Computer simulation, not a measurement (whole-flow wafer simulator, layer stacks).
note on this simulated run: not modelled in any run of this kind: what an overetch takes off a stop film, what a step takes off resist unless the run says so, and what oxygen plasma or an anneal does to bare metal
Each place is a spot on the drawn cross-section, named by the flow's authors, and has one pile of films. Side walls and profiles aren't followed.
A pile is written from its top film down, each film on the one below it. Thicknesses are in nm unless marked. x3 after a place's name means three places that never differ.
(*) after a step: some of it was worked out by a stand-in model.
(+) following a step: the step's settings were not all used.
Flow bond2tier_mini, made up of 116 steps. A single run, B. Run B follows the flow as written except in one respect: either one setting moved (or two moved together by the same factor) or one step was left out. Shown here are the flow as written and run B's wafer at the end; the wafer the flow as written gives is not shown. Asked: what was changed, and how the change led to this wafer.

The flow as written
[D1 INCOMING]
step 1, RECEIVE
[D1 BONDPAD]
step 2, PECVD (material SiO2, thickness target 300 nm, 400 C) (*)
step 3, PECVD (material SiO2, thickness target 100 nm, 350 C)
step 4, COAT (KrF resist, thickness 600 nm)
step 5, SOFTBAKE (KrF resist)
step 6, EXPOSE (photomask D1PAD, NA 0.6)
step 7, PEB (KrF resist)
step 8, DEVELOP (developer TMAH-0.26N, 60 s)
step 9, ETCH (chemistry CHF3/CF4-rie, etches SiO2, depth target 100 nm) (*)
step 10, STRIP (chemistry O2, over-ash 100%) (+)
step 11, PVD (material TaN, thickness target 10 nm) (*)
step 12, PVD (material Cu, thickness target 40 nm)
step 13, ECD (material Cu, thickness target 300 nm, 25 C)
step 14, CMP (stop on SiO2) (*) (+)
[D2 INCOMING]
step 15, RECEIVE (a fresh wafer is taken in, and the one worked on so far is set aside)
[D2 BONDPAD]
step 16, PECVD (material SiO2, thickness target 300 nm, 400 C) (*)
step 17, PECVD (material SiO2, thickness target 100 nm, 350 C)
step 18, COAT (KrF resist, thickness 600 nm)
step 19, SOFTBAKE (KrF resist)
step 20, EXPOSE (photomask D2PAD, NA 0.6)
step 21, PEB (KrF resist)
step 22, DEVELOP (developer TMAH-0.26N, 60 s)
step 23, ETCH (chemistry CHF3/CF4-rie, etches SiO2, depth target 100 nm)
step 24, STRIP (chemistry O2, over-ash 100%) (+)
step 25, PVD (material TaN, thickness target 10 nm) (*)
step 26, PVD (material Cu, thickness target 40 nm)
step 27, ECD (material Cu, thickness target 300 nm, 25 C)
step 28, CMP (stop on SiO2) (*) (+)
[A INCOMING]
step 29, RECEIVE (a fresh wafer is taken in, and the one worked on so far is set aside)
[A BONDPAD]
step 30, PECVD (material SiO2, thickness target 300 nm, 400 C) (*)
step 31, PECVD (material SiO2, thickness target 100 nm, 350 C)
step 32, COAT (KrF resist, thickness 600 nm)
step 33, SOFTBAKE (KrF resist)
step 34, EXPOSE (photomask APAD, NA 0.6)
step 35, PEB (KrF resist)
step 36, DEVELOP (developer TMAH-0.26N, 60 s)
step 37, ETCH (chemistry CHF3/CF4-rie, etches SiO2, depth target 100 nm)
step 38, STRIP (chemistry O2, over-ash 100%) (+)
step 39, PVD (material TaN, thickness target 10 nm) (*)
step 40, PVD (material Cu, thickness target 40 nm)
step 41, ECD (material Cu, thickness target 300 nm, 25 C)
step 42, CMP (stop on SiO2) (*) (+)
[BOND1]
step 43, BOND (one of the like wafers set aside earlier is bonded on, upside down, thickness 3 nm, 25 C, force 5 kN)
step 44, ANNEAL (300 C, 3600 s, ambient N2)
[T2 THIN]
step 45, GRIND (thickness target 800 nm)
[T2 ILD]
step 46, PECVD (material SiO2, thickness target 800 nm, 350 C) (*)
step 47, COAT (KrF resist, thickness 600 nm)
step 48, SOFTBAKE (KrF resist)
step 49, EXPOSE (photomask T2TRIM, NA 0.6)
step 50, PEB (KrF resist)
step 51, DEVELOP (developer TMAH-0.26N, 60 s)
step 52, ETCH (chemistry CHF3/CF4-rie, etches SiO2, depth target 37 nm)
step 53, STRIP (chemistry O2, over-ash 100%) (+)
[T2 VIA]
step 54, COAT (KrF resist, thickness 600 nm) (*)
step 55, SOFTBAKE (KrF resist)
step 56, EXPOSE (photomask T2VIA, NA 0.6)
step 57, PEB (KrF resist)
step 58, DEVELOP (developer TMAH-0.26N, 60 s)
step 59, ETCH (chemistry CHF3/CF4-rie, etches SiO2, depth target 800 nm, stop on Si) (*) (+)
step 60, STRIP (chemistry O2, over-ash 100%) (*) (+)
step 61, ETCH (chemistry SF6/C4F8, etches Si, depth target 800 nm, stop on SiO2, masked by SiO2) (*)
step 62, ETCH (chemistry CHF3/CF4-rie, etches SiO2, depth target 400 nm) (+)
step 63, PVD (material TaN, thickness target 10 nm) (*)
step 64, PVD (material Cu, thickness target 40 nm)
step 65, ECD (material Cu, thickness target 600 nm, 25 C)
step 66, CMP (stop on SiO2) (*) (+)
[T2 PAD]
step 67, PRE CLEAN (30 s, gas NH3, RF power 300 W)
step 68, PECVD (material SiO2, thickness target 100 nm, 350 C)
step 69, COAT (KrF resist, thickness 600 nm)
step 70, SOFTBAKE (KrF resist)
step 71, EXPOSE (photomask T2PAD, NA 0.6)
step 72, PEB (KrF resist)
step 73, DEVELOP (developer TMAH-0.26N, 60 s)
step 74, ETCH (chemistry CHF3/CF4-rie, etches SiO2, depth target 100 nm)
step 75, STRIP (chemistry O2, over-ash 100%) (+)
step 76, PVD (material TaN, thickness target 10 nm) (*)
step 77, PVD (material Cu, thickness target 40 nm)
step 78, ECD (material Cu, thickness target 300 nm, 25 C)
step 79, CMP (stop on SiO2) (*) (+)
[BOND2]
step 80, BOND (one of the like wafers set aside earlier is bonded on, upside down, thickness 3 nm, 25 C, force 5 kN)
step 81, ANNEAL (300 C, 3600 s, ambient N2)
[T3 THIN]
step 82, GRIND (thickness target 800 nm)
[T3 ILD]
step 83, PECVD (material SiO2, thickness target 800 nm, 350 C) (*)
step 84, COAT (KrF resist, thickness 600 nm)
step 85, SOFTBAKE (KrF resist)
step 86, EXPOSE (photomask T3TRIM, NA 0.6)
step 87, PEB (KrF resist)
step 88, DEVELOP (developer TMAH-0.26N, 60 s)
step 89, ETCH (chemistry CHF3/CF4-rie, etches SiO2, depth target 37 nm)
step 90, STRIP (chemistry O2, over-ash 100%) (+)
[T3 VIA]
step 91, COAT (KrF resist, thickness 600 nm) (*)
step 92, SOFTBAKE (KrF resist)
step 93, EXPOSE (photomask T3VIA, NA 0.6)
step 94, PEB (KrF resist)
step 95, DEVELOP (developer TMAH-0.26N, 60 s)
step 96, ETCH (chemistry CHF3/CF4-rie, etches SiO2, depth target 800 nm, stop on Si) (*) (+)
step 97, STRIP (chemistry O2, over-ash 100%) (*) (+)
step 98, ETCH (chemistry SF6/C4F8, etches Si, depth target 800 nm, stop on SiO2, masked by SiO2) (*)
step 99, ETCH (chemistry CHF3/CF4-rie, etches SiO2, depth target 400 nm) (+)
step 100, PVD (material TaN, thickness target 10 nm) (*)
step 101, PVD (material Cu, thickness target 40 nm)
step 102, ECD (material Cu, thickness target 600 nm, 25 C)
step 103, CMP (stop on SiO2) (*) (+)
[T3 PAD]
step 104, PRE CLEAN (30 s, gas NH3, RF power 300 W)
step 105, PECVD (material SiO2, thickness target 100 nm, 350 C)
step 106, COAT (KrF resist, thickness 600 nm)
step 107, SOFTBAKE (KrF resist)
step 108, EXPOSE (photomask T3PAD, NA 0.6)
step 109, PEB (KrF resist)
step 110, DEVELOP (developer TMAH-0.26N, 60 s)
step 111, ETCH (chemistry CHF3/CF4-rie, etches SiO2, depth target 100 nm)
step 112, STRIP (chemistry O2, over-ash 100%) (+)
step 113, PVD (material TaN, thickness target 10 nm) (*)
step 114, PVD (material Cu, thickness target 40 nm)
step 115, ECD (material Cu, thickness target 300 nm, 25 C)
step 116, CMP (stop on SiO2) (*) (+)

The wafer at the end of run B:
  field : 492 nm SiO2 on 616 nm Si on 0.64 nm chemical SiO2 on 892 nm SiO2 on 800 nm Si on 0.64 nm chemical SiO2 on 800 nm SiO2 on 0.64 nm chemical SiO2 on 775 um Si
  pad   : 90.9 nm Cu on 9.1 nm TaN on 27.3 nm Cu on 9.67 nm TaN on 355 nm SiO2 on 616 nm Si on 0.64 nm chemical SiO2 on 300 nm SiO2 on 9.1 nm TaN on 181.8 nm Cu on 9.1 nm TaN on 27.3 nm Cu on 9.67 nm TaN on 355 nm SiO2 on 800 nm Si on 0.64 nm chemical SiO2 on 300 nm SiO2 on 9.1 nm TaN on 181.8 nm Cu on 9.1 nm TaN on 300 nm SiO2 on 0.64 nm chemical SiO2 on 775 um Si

What caused this: step 82, GRIND: thickness target 616 nm was run, while the flow as written has thickness target 800 nm.
One can read it off the wafer: field has Si 616, and step 82 as written asks for 800 nm.

The path from the change to this, step by step:
  step 82, GRIND (thickness target 800 nm)
      field, pad: Si loses 774.38 um (in the flow as written it would be: Si loses 774.2 um)
